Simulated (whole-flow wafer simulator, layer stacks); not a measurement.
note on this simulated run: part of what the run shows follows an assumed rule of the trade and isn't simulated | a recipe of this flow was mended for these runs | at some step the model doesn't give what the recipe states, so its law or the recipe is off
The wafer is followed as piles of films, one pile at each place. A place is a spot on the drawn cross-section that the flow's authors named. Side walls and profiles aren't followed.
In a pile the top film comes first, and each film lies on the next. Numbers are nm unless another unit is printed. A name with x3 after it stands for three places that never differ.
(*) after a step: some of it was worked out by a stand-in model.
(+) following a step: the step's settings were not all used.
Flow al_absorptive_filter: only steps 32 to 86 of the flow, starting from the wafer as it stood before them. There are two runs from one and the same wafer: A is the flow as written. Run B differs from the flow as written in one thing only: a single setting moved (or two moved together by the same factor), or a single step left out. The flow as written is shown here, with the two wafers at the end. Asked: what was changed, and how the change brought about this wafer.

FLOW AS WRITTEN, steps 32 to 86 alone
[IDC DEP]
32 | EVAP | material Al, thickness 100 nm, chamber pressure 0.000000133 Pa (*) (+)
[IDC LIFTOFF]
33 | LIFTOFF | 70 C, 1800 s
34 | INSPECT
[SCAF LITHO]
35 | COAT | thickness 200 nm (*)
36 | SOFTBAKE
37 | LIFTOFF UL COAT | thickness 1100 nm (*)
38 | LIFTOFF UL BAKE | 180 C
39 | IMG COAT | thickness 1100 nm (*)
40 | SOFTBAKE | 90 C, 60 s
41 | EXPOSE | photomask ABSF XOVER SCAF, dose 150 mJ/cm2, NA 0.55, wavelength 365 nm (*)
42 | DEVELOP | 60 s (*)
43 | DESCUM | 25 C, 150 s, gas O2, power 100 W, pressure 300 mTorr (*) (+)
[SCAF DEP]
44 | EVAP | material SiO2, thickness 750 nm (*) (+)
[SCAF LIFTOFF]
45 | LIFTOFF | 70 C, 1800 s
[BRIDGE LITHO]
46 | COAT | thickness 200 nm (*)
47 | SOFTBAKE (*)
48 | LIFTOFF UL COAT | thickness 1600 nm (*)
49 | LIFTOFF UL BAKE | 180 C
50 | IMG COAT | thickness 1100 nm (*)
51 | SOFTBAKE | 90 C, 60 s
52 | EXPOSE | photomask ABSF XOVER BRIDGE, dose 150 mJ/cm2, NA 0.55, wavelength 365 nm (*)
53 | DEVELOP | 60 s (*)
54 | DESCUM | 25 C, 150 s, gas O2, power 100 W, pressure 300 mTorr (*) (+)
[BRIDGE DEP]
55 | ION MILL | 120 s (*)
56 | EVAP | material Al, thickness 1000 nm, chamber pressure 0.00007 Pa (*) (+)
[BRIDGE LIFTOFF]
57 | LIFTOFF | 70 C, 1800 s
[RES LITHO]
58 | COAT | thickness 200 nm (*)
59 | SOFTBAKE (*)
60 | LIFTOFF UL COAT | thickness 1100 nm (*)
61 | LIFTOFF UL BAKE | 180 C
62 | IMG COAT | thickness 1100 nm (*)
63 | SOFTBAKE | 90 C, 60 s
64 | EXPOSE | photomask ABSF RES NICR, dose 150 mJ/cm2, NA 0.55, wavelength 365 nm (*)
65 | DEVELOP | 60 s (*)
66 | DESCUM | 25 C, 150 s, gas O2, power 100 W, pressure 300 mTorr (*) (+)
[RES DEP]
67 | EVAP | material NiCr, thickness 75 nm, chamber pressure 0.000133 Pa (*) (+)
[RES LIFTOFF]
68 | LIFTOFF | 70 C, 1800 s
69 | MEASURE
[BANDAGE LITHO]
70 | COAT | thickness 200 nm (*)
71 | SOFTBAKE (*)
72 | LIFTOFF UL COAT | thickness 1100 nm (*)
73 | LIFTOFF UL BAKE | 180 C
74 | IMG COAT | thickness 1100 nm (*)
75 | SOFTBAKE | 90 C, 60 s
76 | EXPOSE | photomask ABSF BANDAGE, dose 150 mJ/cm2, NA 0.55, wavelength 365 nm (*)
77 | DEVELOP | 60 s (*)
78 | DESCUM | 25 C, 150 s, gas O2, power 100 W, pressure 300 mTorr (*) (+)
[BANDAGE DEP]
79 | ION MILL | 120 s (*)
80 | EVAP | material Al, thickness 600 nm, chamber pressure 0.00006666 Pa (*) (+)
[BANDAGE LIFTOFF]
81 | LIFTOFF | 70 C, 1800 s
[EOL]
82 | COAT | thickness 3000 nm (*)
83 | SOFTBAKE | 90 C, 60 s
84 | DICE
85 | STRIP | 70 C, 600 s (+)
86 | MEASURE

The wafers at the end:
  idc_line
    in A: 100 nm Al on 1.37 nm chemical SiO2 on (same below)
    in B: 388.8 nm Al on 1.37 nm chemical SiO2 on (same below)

What caused this: step 32, EVAP: thickness 130 nm was run, while the flow as written has thickness 100 nm.

How this came from the change, step by step:
  32 | EVAP | material Al, thickness 100 nm, chamber pressure 0.000000133 Pa (*) (+)
      gnd, pad_far, pad_near and 10 more: A Al gains 100 (new film) | B Al gains 130 (new film)
      idc_line: A Al gains 100 (new film) | B Al gains 388.8 (new film)
  33 | LIFTOFF | 70 C, 1800 s
      gnd, xa_field, xa_margin, xa_strip, xl_land, idc_field, idc_space: A Al loses 100 (all of it), e-beam-resist loses 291 (all of it) | B Al loses 130 (all of it), e-beam-resist loses 291 (all of it)
      pad_far: A Al loses 100 (all of it), e-beam-resist loses 287 (all of it) | B Al loses 130 (all of it), e-beam-resist loses 287 (all of it)
      (also at 5 further places)
  35 | COAT | thickness 200 nm (*)
      idc_line: A acrylic-e-beam-resist gains 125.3 (new film) | B acrylic-e-beam-resist gains 3 (new film)
      idc_space: A acrylic-e-beam-resist gains 228.2 (new film) | B acrylic-e-beam-resist gains 363.6 (new film)
  37 | LIFTOFF UL COAT | thickness 1100 nm (*)
      idc_line: A lift-off-underlayer gains 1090 (new film) | B lift-off-underlayer gains 993.7 (new film)
      idc_space: A lift-off-underlayer gains 1087.8 (new film) | B lift-off-underlayer gains 1023.1 (new film)
  45 | LIFTOFF | 70 C, 1800 s
      idc_line: A SiO2 loses 750 (all of it), i-line-resist loses 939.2 (all of it), lift-off-underlayer loses 1090 (all of it), acrylic-e-beam-resist loses 125.3 (all of it) | B SiO2 loses 750 (all of it), i-line-resist loses 937.4 (all of it), lift-off-underlayer loses 993.7 (all of it), acrylic-e-beam-resist loses 3 (all of it)
      idc_space: A SiO2 loses 750 (all of it), i-line-resist loses 939.1 (all of it), lift-off-underlayer loses 1087.8 (all of it), acrylic-e-beam-resist loses 228.2 (all of it) | B SiO2 loses 750 (all of it), i-line-resist loses 937 (all of it), lift-off-underlayer loses 1023.1 (all of it), acrylic-e-beam-resist loses 363.6 (all of it)
  46 | COAT | thickness 200 nm (*)
      idc_line: A acrylic-e-beam-resist gains 129.8 (new film) | B acrylic-e-beam-resist gains 3 (new film)
      idc_space: A acrylic-e-beam-resist gains 229.8 (new film) | B acrylic-e-beam-resist gains 372.2 (new film)
  48 | LIFTOFF UL COAT | thickness 1600 nm (*)
      idc_line: A lift-off-underlayer gains 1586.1 (new film) | B lift-off-underlayer gains 1489.8 (new film)
      idc_space: A lift-off-underlayer gains 1586.9 (new film) | B lift-off-underlayer gains 1510.2 (new film)
  57 | LIFTOFF | 70 C, 1800 s
      idc_line: A Al loses 1000 (all of it), i-line-resist loses 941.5 (all of it), lift-off-underlayer loses 1586.1 (all of it), acrylic-e-beam-resist loses 129.8 (all of it) | B Al loses 1000 (all of it), i-line-resist loses 940.7 (all of it), lift-off-underlayer loses 1489.8 (all of it), acrylic-e-beam-resist loses 3 (all of it)
      idc_space: A Al loses 1000 (all of it), i-line-resist loses 941.5 (all of it), lift-off-underlayer loses 1586.9 (all of it), acrylic-e-beam-resist loses 229.8 (all of it) | B Al loses 1000 (all of it), i-line-resist loses 940.7 (all of it), lift-off-underlayer loses 1510.2 (all of it), acrylic-e-beam-resist loses 372.2 (all of it)
  58 | COAT | thickness 200 nm (*)
      idc_line: A acrylic-e-beam-resist gains 129.8 (new film) | B acrylic-e-beam-resist gains 3 (new film)
      idc_space: A acrylic-e-beam-resist gains 229.8 (new film) | B acrylic-e-beam-resist gains 372.2 (new film)
  60 | LIFTOFF UL COAT | thickness 1100 nm (*)
      idc_line: A lift-off-underlayer gains 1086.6 (new film) | B lift-off-underlayer gains 995 (new film)
      idc_space: A lift-off-underlayer gains 1087.4 (new film) | B lift-off-underlayer gains 1015.3 (new film)
  68 | LIFTOFF | 70 C, 1800 s
      idc_line: A NiCr loses 75 (all of it), i-line-resist loses 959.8 (all of it), lift-off-underlayer loses 1086.6 (all of it), acrylic-e-beam-resist loses 129.8 (all of it) | B NiCr loses 75 (all of it), i-line-resist loses 957.6 (all of it), lift-off-underlayer loses 995 (all of it), acrylic-e-beam-resist loses 3 (all of it)
      idc_space: A NiCr loses 75 (all of it), i-line-resist loses 959.8 (all of it), lift-off-underlayer loses 1087.4 (all of it), acrylic-e-beam-resist loses 229.8 (all of it) | B NiCr loses 75 (all of it), i-line-resist loses 957.7 (all of it), lift-off-underlayer loses 1015.3 (all of it), acrylic-e-beam-resist loses 372.2 (all of it)
  70 | COAT | thickness 200 nm (*)
      idc_line: A acrylic-e-beam-resist gains 129.8 (new film) | B acrylic-e-beam-resist gains 3 (new film)
      idc_space: A acrylic-e-beam-resist gains 229.8 (new film) | B acrylic-e-beam-resist gains 372.2 (new film)
  72 | LIFTOFF UL COAT | thickness 1100 nm (*)
      idc_line: A lift-off-underlayer gains 1086.6 (new film) | B lift-off-underlayer gains 995 (new film)
      idc_space: A lift-off-underlayer gains 1087.4 (new film) | B lift-off-underlayer gains 1015.3 (new film)
  81 | LIFTOFF | 70 C, 1800 s
      idc_line: A Al loses 600 (all of it), i-line-resist loses 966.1 (all of it), lift-off-underlayer loses 1086.6 (all of it), acrylic-e-beam-resist loses 129.8 (all of it) | B Al loses 600 (all of it), i-line-resist loses 963.9 (all of it), lift-off-underlayer loses 995 (all of it), acrylic-e-beam-resist loses 3 (all of it)
      idc_space: A Al loses 600 (all of it), i-line-resist loses 966.1 (all of it), lift-off-underlayer loses 1087.4 (all of it), acrylic-e-beam-resist loses 229.8 (all of it) | B Al loses 600 (all of it), i-line-resist loses 964 (all of it), lift-off-underlayer loses 1015.3 (all of it), acrylic-e-beam-resist loses 372.2 (all of it)
  82 | COAT | thickness 3000 nm (*)
      idc_line: A i-line-resist gains 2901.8 (new film) | B i-line-resist gains 2621 (new film)
  83 | SOFTBAKE | 90 C, 60 s
      idc_line: A i-line-resist loses 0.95 | B i-line-resist loses 4.38
      idc_space: A i-line-resist loses 0.95 | B i-line-resist loses 4.36
  85 | STRIP | 70 C, 600 s (+)
      idc_line: A i-line-resist loses 2900.9 (all of it) | B i-line-resist loses 2616.6 (all of it)
